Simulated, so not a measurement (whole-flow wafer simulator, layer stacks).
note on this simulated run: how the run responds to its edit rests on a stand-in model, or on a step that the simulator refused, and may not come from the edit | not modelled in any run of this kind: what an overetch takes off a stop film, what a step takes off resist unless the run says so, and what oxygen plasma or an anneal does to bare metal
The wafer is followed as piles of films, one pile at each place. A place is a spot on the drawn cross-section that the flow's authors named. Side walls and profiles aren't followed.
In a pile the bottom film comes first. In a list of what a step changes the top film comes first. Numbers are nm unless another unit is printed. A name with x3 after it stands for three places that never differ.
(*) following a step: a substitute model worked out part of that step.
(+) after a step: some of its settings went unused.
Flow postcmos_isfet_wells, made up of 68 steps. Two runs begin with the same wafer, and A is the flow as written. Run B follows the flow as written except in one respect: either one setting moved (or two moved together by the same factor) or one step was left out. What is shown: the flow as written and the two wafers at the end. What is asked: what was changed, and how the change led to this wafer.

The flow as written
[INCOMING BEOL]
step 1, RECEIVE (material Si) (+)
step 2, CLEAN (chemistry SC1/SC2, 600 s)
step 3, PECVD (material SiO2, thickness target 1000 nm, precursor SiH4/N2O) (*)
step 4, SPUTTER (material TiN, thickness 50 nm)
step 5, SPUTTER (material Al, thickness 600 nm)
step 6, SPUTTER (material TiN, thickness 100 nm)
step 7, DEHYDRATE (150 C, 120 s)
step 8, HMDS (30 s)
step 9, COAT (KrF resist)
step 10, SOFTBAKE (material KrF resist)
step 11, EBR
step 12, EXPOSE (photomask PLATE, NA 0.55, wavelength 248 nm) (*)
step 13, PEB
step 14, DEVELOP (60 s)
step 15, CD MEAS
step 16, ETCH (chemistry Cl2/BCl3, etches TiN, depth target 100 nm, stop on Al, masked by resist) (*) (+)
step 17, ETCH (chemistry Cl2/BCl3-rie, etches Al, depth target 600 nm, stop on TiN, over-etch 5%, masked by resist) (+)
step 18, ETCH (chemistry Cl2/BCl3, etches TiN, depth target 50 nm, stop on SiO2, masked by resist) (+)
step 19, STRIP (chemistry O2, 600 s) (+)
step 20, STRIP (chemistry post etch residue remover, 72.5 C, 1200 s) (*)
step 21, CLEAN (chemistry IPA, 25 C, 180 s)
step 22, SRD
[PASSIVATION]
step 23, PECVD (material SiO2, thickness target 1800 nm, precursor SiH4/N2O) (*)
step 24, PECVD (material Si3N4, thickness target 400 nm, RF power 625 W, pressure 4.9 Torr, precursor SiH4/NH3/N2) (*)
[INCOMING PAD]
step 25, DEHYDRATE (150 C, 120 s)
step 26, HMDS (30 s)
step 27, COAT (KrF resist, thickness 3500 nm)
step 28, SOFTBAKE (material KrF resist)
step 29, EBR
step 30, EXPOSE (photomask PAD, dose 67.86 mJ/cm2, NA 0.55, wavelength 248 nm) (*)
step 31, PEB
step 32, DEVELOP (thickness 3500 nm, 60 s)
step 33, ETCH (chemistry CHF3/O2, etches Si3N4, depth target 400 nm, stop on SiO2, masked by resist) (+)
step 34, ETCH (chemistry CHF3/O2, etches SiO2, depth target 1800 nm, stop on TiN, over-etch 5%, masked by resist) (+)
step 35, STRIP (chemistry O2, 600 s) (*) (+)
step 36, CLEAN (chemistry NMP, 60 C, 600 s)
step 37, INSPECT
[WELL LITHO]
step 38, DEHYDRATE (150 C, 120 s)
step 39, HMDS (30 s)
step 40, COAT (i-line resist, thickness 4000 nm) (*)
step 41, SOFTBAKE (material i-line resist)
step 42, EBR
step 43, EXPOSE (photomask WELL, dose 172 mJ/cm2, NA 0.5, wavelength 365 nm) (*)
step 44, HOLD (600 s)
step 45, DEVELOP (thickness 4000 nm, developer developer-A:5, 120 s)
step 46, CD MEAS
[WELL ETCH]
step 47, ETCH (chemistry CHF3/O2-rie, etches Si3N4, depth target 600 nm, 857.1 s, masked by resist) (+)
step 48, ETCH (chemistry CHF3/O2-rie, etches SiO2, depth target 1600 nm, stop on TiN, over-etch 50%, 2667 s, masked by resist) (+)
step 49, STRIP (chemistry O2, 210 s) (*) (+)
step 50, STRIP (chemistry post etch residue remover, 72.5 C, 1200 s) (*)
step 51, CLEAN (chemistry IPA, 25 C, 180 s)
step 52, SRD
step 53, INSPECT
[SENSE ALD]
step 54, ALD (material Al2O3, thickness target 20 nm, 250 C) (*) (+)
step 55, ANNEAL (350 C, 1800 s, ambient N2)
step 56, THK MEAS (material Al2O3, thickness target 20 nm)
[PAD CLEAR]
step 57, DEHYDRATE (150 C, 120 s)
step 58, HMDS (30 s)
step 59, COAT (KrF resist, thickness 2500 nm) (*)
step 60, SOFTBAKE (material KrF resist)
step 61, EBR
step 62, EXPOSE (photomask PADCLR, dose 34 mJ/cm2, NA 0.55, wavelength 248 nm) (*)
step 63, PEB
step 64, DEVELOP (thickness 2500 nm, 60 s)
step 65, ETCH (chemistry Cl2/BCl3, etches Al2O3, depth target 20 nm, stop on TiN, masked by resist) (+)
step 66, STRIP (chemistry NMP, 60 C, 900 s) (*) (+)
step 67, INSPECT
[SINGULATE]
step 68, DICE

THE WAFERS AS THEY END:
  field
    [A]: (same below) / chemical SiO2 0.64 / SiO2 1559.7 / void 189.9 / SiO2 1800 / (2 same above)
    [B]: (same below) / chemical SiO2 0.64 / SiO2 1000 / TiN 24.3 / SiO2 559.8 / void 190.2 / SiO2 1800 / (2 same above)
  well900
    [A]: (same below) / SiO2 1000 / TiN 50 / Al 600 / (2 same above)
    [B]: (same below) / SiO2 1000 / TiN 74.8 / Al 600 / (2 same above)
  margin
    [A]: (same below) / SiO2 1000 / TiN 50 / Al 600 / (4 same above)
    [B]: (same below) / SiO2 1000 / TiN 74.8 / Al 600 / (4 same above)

What caused this: step 4, SPUTTER: thickness 74.75 nm was run, though the flow has thickness 50 nm.
One can read it off the wafer: well900 has TiN 74.8, and step 4 as written asks for 50 nm.

The path from the change to this, step by step:
  step 4, SPUTTER (material TiN, thickness 50 nm)
      field, margin, well900, well1300 x3, pad_rim, pad_clr, pad_open: A TiN gains 50 (new film) | B TiN gains 74.8 (new film)
  step 18, ETCH (chemistry Cl2/BCl3, etches TiN, depth target 50 nm, stop on SiO2, masked by resist) (+)
      field: A TiN loses 50 (all of it) | B TiN loses 50
  step 23, PECVD (material SiO2, thickness target 1800 nm, precursor SiH4/N2O) (*)
      field: A SiO2 gains 1800 (new film), void gains 189.9 (new film), SiO2 gains 559.7 | B SiO2 gains 1800 (new film), void gains 190.2 (new film), SiO2 gains 559.8 (new film)
If metal films that touch count as one body, field has 1 body; the flow as written gives 0 bodies.
